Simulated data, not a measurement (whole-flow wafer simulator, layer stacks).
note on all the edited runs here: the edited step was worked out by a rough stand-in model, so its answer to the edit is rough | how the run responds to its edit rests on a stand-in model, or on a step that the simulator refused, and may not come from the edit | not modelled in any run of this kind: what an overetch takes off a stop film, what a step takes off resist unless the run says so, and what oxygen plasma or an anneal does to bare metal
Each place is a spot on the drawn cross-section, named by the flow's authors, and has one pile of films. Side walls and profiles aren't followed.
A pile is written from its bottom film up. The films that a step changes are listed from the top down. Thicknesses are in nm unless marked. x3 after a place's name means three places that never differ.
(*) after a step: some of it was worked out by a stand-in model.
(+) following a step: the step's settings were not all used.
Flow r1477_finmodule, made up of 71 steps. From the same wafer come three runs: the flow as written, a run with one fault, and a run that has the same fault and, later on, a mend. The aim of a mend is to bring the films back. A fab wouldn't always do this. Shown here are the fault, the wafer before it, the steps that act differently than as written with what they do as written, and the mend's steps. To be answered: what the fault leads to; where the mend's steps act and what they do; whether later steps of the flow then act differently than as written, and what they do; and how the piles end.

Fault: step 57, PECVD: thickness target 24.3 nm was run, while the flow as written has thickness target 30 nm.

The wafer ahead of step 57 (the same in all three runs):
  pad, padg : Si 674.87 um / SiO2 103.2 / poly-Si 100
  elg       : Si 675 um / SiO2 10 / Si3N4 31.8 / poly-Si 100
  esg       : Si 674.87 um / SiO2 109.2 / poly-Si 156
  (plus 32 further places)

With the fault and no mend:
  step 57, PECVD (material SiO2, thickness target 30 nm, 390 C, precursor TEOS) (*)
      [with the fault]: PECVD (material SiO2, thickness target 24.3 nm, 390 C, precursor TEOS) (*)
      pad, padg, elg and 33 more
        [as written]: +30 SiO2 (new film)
        [with the fault]: +24.3 SiO2 (new film)
  Steps further on in the flow that do not act as written (1 more step, not shown, differs only slightly: by at most 2% or 0.5 nm, whichever is larger):
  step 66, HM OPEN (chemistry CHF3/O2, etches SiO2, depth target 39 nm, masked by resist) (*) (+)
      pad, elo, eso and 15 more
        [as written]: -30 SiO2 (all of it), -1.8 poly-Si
        [with the fault]: -24.3 SiO2 (all of it), -2.43 poly-Si
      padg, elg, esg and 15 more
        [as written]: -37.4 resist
        [with the fault]: -34.9 resist
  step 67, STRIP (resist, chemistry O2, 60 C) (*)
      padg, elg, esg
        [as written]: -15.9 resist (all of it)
        [with the fault]: -18.3 resist (all of it)
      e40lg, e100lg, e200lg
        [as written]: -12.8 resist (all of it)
        [with the fault]: -15.2 resist (all of it)
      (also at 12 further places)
  At padg, elg, esg and 15 more, the piles at the end differ from the flow's by more than 2% or 0.5 nm, whichever is larger.
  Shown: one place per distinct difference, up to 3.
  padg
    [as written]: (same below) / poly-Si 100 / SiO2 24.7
    [with the fault]: (same below) / poly-Si 100 / SiO2 19
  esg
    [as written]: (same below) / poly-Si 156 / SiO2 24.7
    [with the fault]: (same below) / poly-Si 156 / SiO2 19
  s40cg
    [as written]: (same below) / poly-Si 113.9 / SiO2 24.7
    [with the fault]: (same below) / poly-Si 113.9 / SiO2 19

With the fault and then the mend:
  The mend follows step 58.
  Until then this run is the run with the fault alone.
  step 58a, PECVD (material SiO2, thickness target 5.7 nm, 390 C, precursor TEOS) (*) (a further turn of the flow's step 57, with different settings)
      pad, padg, elg and 33 more
        +5.7 SiO2
  Later steps of the flow that are run all act as written at every place that is followed.
  By the end, the piles equal the flow's at every place that both follow.
